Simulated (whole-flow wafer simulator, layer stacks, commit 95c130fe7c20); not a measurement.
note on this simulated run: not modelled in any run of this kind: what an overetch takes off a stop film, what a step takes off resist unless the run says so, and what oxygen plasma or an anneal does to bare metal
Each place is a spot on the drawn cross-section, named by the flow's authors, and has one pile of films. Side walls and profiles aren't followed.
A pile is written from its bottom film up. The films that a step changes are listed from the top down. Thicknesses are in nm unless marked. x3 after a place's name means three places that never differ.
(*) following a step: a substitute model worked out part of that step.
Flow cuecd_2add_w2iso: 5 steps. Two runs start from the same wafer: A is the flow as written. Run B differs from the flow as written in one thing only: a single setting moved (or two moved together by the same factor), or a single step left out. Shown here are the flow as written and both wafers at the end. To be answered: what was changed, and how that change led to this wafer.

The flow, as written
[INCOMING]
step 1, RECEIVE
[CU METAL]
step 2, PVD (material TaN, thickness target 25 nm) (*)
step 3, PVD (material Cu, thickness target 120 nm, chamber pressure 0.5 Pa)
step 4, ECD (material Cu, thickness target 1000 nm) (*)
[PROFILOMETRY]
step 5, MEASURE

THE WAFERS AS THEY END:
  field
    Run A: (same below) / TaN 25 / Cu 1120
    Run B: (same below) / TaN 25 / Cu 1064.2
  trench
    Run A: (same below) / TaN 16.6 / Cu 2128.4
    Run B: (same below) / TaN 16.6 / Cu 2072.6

What caused this: step 3, PVD: thickness target 64.2 nm was run, while the flow as written has thickness target 120 nm.

How this came from the change, step by step:
  step 3, PVD (material Cu, thickness target 120 nm, chamber pressure 0.5 Pa)
      field: A Cu gains 120 (new film) | B Cu gains 64.2 (new film)
      trench: A Cu gains 80.8 (new film) | B Cu gains 43.4 (new film)
